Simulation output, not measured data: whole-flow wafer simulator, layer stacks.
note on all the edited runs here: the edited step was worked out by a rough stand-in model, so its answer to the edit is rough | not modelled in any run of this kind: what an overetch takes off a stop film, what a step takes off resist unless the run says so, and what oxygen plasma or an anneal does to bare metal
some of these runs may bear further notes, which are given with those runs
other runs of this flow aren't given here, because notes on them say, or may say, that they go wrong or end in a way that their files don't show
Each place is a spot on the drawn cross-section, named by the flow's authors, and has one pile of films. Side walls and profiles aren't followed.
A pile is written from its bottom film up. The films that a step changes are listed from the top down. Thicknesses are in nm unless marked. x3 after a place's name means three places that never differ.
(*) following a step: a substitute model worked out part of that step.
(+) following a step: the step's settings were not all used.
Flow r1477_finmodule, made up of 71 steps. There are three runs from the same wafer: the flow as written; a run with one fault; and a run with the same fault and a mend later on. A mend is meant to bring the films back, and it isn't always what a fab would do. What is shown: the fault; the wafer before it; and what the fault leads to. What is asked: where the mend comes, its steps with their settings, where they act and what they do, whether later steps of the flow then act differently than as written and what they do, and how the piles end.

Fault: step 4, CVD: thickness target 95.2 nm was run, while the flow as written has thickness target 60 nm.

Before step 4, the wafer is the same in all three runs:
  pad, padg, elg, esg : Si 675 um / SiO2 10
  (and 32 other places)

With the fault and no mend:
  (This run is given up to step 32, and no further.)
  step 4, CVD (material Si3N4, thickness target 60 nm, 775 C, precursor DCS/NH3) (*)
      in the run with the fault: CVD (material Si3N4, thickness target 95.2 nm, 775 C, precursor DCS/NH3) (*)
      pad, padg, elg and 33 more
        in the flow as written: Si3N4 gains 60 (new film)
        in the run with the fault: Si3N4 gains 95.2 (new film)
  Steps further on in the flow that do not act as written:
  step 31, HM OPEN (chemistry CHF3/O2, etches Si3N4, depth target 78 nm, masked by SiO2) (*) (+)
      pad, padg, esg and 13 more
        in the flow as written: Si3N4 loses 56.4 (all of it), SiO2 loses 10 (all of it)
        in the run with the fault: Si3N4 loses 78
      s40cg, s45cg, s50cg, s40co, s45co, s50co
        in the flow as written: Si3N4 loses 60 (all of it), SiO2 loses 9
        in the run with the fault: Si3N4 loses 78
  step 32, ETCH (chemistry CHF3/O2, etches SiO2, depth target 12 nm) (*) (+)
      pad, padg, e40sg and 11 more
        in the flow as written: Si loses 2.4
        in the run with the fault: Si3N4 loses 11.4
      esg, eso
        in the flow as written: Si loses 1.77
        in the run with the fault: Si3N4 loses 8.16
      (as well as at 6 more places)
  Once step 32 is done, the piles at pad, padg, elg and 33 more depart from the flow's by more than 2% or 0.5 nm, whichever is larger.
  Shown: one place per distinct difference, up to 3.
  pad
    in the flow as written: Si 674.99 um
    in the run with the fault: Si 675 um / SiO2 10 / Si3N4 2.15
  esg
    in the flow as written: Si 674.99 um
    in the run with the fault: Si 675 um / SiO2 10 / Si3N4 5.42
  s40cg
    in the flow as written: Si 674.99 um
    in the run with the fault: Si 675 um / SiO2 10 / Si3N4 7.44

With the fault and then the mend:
  The mend stands after step 5.
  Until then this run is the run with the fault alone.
  step 5a, ETCH (chemistry h3po4, depth target 35.2 nm)
      pad, padg, elg and 33 more
        Si3N4 loses 35.2
  Every later step of the flow that is run acts as written at every place that is followed.
  By the end, the piles equal the flow's at every place that both follow.
